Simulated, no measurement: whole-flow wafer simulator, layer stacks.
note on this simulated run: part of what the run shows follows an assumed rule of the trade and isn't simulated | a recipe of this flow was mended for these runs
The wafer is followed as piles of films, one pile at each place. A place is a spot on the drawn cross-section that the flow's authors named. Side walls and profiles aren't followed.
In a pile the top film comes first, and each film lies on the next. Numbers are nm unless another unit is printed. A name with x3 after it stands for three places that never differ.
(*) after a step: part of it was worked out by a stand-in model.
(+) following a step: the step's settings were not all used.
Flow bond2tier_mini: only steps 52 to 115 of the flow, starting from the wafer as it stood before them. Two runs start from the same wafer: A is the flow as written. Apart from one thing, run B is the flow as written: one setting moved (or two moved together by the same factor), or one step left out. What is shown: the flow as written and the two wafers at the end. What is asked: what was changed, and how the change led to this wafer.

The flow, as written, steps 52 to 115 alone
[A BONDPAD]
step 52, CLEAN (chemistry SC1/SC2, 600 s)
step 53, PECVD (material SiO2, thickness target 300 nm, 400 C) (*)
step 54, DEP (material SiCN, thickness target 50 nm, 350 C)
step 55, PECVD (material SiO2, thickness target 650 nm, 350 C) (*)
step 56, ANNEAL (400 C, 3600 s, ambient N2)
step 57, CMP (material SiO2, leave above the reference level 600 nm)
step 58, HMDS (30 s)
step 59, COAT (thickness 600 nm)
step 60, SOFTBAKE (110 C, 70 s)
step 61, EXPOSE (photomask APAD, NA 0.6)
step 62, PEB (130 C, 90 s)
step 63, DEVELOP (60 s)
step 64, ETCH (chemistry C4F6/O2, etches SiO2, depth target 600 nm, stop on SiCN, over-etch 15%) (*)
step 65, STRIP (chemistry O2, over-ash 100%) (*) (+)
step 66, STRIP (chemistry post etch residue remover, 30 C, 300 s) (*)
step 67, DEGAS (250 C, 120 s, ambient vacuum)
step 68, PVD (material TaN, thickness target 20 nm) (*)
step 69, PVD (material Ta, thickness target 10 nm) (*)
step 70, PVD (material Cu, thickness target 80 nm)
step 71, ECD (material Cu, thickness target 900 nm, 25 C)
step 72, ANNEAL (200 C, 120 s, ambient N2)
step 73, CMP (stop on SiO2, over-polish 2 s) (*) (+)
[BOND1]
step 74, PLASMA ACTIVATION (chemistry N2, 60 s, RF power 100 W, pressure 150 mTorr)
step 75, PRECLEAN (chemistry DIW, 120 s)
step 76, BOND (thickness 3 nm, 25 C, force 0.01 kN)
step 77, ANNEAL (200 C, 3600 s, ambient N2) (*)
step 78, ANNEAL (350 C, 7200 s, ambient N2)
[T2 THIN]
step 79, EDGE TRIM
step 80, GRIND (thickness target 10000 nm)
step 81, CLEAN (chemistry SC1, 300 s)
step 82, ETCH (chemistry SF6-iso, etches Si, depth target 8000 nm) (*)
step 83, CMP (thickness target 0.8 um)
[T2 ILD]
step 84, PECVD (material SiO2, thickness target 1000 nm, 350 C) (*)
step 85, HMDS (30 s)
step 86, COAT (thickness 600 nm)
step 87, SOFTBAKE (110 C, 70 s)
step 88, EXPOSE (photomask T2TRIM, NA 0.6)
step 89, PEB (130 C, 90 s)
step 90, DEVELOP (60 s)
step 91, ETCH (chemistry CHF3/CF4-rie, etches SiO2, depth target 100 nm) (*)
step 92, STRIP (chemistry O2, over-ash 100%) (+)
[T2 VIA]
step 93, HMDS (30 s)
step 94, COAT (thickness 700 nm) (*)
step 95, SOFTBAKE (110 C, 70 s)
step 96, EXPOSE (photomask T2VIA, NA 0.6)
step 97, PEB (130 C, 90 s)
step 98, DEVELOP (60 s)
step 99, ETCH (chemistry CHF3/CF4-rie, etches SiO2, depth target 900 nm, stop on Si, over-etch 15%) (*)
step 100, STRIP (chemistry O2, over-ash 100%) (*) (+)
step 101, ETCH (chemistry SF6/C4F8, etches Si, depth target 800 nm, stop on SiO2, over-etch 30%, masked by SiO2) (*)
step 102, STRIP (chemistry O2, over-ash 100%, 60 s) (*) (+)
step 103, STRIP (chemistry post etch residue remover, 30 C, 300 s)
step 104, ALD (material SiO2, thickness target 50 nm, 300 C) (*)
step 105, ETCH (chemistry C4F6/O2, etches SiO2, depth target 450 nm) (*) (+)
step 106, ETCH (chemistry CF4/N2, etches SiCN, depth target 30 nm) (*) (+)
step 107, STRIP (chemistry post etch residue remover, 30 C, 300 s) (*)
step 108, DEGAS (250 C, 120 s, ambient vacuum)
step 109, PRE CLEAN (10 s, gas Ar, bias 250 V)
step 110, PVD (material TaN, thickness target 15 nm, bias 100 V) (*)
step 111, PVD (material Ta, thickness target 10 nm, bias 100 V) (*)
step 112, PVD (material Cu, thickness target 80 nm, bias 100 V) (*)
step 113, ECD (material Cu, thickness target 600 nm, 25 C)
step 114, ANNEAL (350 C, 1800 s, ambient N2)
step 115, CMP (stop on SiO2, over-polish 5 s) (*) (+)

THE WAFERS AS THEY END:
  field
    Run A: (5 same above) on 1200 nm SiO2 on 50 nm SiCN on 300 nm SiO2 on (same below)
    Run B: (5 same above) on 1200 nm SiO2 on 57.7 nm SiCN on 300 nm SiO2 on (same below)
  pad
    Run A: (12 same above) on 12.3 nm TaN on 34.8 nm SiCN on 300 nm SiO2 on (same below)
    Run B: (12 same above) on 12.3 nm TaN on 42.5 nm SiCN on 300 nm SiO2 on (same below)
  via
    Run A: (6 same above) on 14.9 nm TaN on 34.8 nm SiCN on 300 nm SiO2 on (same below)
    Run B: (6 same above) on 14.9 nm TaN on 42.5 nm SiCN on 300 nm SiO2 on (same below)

Cause: step 54, DEP: thickness target 57.7 nm was run, whereas the flow has thickness target 50 nm.
The wafer lets one read it off: field has SiCN 57.7, and step 54 as written asks for 50 nm.

The path from the change to this, step by step:
  step 54, DEP (material SiCN, thickness target 50 nm, 350 C)
      field, pad, via: A +50 SiCN (new film) | B +57.7 SiCN (new film)
